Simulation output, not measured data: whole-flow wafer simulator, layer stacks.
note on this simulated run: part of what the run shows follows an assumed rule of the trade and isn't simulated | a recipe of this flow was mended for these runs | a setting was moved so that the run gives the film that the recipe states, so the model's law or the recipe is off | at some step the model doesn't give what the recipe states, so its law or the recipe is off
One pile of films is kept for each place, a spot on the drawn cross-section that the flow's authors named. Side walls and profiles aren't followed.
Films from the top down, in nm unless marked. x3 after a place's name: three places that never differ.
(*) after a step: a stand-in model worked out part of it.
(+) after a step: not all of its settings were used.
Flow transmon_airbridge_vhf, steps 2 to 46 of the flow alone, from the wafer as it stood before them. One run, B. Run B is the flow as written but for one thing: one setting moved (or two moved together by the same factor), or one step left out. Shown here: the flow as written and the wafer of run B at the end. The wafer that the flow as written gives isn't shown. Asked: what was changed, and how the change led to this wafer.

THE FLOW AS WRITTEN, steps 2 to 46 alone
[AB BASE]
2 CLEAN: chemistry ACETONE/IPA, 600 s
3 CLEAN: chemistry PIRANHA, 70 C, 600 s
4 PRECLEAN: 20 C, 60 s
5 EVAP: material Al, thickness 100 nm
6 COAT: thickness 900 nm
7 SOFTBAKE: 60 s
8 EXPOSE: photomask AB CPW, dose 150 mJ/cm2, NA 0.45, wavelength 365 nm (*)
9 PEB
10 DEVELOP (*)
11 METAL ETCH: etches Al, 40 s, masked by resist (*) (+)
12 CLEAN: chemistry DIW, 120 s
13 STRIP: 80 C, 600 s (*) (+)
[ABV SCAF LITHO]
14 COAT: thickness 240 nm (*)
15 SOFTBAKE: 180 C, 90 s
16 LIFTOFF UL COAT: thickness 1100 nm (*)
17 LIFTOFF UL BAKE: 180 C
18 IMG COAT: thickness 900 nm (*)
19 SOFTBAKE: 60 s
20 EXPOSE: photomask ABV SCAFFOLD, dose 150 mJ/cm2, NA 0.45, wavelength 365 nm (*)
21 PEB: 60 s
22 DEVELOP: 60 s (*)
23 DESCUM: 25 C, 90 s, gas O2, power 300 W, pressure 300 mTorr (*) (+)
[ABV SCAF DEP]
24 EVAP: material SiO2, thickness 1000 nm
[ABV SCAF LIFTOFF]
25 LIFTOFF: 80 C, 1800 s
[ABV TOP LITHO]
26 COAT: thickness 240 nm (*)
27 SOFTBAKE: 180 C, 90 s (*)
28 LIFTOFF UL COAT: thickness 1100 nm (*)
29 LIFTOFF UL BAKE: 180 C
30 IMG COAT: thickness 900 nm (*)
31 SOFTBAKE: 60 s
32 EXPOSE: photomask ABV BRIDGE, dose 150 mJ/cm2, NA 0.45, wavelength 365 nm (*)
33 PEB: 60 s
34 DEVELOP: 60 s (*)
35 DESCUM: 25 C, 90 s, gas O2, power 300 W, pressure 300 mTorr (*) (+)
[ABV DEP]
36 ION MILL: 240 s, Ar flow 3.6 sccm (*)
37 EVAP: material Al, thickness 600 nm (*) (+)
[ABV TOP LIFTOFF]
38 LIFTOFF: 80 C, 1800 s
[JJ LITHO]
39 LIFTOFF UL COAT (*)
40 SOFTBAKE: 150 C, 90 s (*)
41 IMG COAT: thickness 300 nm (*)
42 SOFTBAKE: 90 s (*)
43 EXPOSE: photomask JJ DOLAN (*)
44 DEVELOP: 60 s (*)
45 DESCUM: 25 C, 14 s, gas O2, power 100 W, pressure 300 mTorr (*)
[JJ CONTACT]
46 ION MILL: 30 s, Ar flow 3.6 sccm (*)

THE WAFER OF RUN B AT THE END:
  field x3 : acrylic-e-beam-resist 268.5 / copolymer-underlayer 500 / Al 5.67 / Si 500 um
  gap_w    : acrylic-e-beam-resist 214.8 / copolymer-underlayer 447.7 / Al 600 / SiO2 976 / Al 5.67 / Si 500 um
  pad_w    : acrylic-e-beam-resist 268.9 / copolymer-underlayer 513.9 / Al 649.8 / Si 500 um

The cause: step 11, METAL ETCH: 27 s was run, where the flow has 40 s.

How the change led to this, step by step:
  11 METAL ETCH: etches Al, 40 s, masked by resist (*) (+)
      field x3, jj_line, gap_w, gap_e: Al -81 (as written it would be: Al -86.7 (all of it), Si -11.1)
      ground_far, pad_w, flank_w and 8 more: i-line-resist -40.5 (as written it would be: i-line-resist -60)
  13 STRIP: 80 C, 600 s (*) (+)
      ground_far, pad_w, flank_w and 8 more: i-line-resist -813 (all of it) (as written it would be: i-line-resist -793.5 (all of it))
  46 ION MILL: 30 s, Ar flow 3.6 sccm (*)
      jj_line: Al -5.67 (all of it), Si -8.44 (as written it would be: Si -11.6)
Counting metal films that touch as one body, field x3 has 1 body; the flow as written gives 0 bodies.
Counting metal films that touch as one body, gap_w has 2 bodies (between them, from the top down: SiO2 976); the flow as written gives 1 body.
